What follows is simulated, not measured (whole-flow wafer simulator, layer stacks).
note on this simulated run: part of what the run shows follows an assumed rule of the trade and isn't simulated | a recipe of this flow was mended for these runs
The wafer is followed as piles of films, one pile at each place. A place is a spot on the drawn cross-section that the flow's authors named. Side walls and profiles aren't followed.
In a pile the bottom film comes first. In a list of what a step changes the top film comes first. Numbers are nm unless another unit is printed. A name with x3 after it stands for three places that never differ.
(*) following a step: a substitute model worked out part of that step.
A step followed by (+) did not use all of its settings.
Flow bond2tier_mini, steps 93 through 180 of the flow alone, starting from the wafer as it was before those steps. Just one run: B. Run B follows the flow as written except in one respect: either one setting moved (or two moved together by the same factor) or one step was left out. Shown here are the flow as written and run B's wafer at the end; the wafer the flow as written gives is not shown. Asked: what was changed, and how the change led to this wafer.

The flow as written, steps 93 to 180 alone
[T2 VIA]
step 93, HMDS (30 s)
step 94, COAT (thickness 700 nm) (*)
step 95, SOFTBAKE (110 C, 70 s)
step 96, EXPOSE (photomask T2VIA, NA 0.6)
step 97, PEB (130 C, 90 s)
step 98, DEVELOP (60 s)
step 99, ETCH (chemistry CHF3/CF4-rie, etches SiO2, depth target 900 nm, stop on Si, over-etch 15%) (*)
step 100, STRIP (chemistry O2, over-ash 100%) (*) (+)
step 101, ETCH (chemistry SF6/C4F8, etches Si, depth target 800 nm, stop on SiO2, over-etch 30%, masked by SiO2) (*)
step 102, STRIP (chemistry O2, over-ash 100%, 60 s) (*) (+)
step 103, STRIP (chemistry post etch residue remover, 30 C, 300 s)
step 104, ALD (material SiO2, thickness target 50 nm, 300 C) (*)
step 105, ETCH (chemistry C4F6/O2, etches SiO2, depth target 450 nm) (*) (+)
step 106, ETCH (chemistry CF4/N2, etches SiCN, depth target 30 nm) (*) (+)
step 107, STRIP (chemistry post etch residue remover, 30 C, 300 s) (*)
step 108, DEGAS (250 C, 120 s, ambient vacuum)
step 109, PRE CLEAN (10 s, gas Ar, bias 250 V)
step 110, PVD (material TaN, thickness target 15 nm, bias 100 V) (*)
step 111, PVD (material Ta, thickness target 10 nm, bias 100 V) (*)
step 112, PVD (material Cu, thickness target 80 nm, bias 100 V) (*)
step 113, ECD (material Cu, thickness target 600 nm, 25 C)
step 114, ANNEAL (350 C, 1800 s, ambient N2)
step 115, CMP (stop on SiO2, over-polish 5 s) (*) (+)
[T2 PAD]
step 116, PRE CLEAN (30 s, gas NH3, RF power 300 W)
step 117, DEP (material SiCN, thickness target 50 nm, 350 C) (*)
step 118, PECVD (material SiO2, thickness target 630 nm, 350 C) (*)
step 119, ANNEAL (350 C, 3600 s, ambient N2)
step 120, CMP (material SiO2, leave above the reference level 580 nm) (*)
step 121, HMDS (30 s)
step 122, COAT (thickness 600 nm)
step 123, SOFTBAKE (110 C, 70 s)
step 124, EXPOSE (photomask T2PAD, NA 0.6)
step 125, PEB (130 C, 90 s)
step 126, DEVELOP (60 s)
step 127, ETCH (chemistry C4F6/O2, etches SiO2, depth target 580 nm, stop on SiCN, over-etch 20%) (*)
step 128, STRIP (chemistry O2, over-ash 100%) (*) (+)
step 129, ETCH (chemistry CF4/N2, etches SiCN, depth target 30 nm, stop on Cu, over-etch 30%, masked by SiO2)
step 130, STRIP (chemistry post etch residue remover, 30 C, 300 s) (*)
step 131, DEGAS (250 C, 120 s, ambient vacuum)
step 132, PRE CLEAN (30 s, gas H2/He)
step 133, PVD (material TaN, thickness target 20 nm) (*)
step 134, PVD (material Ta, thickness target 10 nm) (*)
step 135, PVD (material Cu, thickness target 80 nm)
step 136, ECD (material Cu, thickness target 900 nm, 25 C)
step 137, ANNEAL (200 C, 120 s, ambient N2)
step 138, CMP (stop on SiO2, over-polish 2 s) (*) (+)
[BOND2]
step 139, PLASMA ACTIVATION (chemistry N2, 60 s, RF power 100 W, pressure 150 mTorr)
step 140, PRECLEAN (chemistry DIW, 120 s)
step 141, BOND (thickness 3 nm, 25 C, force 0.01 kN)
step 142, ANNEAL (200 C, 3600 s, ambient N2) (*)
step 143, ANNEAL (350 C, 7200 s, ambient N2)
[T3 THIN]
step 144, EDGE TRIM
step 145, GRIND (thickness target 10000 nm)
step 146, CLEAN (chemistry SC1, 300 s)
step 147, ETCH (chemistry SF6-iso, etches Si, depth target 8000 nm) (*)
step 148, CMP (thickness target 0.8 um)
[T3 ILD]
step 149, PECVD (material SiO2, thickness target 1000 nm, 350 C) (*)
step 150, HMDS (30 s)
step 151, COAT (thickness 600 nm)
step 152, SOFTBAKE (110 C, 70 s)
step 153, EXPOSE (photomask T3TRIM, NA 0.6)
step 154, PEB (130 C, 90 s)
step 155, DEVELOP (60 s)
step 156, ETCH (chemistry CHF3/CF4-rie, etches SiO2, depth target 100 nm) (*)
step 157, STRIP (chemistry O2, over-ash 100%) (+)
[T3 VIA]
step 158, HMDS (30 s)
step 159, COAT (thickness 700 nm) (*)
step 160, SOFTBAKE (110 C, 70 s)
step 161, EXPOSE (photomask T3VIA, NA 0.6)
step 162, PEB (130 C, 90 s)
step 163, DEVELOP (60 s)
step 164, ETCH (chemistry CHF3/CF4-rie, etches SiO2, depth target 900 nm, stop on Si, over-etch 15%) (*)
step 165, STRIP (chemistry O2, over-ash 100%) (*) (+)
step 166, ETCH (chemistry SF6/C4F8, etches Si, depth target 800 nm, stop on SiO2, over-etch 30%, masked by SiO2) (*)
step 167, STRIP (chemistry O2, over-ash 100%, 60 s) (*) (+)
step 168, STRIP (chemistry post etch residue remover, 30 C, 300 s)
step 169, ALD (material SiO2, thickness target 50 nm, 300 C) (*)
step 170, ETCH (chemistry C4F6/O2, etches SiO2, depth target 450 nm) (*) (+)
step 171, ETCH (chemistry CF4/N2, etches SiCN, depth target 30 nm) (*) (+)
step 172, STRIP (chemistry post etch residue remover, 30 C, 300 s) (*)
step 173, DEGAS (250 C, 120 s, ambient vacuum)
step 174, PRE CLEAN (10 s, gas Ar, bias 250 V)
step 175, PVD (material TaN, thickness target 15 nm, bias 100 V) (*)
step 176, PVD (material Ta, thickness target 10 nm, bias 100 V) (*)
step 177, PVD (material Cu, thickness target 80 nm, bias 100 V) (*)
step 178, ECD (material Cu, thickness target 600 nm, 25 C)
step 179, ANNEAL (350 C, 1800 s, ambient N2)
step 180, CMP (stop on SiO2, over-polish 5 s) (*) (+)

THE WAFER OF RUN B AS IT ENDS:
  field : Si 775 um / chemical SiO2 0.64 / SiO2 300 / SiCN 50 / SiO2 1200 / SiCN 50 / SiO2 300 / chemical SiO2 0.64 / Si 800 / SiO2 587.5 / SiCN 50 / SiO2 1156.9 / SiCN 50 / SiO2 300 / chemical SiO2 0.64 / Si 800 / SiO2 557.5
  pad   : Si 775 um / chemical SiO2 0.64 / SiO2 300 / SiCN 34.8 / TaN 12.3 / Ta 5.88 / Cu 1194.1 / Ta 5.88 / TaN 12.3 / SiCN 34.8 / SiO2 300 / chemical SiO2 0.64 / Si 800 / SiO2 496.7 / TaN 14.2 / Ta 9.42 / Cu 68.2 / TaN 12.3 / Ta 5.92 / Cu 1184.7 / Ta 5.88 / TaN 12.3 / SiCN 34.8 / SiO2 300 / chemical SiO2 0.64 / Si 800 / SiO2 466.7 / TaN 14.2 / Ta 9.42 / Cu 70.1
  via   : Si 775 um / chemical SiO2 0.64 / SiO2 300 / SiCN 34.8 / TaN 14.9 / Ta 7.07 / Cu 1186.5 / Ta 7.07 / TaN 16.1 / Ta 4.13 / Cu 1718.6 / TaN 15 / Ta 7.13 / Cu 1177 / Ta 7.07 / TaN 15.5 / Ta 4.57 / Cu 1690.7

The reason: step 104, ALD: thickness target 80 nm was run, though the flow has thickness target 50 nm.

Step by step, how the change led to this:
  step 104, ALD (material SiO2, thickness target 50 nm, 300 C) (*)
      field, pad, via: +80 SiO2 (as written it would have been: +50 SiO2)
  step 105, ETCH (chemistry C4F6/O2, etches SiO2, depth target 450 nm) (*) (+)
      via: -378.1 SiO2 (all of it), -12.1 SiCN (as written it would have been: -348.1 SiO2 (all of it), -17.2 SiCN)
  step 106, ETCH (chemistry CF4/N2, etches SiCN, depth target 30 nm) (*) (+)
      via: -22.7 SiCN (all of it), -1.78 TaN (as written it would have been: -17.6 SiCN (all of it), -3.01 TaN)
  step 110, PVD (material TaN, thickness target 15 nm, bias 100 V) (*)
      via: +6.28 TaN (as written it would have been: +6.94 TaN)
  step 112, PVD (material Cu, thickness target 80 nm, bias 100 V) (*)
      via: +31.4 Cu (new film) (as written it would have been: +35 Cu (new film))
